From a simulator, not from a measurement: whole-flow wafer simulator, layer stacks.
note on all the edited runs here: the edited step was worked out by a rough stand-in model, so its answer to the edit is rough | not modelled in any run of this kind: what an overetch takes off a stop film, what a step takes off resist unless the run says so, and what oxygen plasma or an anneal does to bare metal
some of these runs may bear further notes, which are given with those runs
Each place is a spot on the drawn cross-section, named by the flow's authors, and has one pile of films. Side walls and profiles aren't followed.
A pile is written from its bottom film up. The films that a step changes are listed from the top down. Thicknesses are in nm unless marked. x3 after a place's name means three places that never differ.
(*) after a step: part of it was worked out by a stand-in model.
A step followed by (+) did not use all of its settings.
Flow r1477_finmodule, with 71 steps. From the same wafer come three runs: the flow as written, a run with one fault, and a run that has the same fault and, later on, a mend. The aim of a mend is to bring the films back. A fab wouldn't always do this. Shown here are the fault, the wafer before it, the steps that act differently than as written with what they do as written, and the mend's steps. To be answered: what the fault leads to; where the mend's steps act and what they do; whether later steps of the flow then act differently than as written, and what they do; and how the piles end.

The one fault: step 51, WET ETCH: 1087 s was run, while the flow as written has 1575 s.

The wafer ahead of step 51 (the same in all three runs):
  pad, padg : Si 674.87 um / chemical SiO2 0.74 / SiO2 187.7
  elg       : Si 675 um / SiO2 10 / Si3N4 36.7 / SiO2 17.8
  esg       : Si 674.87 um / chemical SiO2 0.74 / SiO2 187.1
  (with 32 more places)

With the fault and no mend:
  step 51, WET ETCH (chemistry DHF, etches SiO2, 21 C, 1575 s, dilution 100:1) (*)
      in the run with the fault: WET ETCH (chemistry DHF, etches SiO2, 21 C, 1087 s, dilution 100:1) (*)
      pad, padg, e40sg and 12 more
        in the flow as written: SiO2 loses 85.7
        in the run with the fault: SiO2 loses 59.1
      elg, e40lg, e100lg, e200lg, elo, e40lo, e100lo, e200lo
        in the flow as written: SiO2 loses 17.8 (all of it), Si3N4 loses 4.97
        in the run with the fault: SiO2 loses 17.8 (all of it), Si3N4 loses 2.98
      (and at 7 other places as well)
  Steps later in the flow that act otherwise than as written (1 other step is not shown; it differs only slightly, by no more than 2% or 0.5 nm, whichever is larger):
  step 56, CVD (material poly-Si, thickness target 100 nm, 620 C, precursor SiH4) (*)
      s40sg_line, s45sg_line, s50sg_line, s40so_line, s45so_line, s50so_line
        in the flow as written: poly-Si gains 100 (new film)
        in the run with the fault: poly-Si gains 103.7 (new film)
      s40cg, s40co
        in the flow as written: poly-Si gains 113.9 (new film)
        in the run with the fault: poly-Si gains 100 (new film)
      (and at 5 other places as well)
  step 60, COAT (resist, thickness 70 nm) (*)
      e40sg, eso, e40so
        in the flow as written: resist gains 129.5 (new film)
        in the run with the fault: resist gains 106.2 (new film)
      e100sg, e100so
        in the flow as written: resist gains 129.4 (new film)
        in the run with the fault: resist gains 106.1 (new film)
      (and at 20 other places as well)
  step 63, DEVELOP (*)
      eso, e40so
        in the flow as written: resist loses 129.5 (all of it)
        in the run with the fault: resist loses 106.2 (all of it)
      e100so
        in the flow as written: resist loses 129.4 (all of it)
        in the run with the fault: resist loses 106.1 (all of it)
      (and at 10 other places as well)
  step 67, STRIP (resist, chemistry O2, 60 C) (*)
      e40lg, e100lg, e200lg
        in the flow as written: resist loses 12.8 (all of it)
        in the run with the fault: resist loses 14 (all of it)
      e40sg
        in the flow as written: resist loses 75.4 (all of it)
        in the run with the fault: resist loses 52.1 (all of it)
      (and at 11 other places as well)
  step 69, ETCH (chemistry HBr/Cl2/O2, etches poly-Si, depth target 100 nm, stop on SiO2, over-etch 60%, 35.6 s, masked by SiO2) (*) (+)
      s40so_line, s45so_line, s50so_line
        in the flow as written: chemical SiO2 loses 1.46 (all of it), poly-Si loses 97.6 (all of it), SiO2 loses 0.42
        in the run with the fault: chemical SiO2 loses 1.33 (all of it), poly-Si loses 101.3 (all of it), SiO2 loses 0.29
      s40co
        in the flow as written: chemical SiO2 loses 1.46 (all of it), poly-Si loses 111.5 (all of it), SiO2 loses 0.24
        in the run with the fault: chemical SiO2 loses 1.33 (all of it), poly-Si loses 97.6 (all of it), SiO2 loses 0.42
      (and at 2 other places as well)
  By the end, the piles at pad, padg, elg and 30 more depart from the flow's by more than 2% or 0.5 nm, whichever is larger.
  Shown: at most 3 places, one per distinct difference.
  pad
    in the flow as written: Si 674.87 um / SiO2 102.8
    in the run with the fault: Si 674.87 um / SiO2 129.3
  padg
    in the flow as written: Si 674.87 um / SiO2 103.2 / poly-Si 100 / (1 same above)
    in the run with the fault: Si 674.87 um / SiO2 129.7 / poly-Si 100 / (1 same above)
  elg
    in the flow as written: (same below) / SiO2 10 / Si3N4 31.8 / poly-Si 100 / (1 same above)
    in the run with the fault: (same below) / SiO2 10 / Si3N4 33.8 / poly-Si 100 / (1 same above)

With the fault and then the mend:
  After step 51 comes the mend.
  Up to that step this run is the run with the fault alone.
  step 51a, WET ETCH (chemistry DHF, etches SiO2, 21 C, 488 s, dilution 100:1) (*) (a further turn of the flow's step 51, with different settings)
      pad, padg, e40sg and 12 more
        SiO2 loses 26.6
      elg, e40lg, e100lg, e200lg, elo, e40lo, e100lo, e200lo
        Si3N4 loses 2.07
      esg, s40cg, s45cg, s50cg, s40co, s45co, s50co
        SiO2 loses 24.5
  None of the later steps of the flow differs from how it acts as written, at any place that is followed, by more than 2% or 0.5 nm, whichever is larger.
  The piles end only slightly different from the flow's at the places that both follow, by no more than 2% or 0.5 nm, whichever is larger.
